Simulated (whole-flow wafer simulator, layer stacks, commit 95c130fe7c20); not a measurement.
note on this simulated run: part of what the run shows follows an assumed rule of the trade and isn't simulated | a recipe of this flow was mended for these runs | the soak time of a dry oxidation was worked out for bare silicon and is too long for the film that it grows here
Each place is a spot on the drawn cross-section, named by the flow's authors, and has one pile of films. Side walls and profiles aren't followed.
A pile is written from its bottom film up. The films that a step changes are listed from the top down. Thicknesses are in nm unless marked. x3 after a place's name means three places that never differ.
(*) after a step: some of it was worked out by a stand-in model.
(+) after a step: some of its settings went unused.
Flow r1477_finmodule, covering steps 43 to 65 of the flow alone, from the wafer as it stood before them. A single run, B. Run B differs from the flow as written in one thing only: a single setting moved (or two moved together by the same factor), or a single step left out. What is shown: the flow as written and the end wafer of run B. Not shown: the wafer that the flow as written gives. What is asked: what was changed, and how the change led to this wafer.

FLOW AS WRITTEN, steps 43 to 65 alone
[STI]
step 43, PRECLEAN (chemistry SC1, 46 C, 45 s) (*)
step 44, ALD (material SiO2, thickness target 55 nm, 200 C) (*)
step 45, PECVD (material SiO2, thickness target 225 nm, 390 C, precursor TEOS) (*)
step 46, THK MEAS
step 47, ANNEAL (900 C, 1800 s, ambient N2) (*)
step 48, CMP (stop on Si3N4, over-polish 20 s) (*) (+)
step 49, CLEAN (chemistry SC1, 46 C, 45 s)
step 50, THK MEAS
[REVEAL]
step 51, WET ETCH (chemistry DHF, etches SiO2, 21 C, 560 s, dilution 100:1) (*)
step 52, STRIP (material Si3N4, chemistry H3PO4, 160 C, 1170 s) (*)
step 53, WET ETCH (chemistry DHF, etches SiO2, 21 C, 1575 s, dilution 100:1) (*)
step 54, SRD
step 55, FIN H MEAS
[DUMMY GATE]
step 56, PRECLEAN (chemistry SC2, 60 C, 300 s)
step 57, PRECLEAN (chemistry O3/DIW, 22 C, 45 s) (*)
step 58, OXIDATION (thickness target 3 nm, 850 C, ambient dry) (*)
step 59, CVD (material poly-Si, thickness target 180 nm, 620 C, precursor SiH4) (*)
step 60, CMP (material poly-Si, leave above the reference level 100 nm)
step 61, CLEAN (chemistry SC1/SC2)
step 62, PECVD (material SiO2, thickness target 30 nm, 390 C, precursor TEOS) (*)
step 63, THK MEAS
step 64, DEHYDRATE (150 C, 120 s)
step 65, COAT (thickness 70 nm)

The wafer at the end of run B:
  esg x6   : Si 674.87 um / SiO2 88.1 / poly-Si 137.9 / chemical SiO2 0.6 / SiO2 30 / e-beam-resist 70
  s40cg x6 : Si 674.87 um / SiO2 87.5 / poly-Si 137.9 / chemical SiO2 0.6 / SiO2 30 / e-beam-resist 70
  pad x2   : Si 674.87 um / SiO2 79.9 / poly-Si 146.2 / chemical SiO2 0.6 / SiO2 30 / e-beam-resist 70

The reason: step 51, WET ETCH: 398 s was run, whereas the flow has 560 s.

How this came from the change, step by step:
  step 51, WET ETCH (chemistry DHF, etches SiO2, 21 C, 560 s, dilution 100:1) (*)
      elg x8: SiO2 loses 20 (in the flow as written it would be: SiO2 loses 22.3 (all of it), Si3N4 loses 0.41)
      esg x6, e200sg x2, s40cg x6, s40sg x6: SiO2 loses 20 (in the flow as written it would be: SiO2 loses 28.1)
      (also at 2 further places)
  step 52, STRIP (material Si3N4, chemistry H3PO4, 160 C, 1170 s) (*)
      elg x8: SiO2 loses 2.3 (all of it), Si3N4 loses 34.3 (all of it), SiO2 loses 0.41 (in the flow as written it would be: Si3N4 loses 33.9 (all of it), SiO2 loses 2.15)
  step 53, WET ETCH (chemistry DHF, etches SiO2, 21 C, 1575 s, dilution 100:1) (*)
      elg x8: SiO2 loses 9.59 (all of it) (in the flow as written it would be: SiO2 loses 7.85 (all of it))
  step 59, CVD (material poly-Si, thickness target 180 nm, 620 C, precursor SiH4) (*)
      esg x6, s40cg x6, s40sg x6: poly-Si gains 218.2 (new film) (in the flow as written it would be: poly-Si gains 226.3 (new film))
      e200sg x2: poly-Si gains 211.1 (new film) (in the flow as written it would be: poly-Si gains 219.2 (new film))
  step 60, CMP (material poly-Si, leave above the reference level 100 nm)
      pad x2: poly-Si loses 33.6 (in the flow as written it would be: poly-Si loses 24.8)
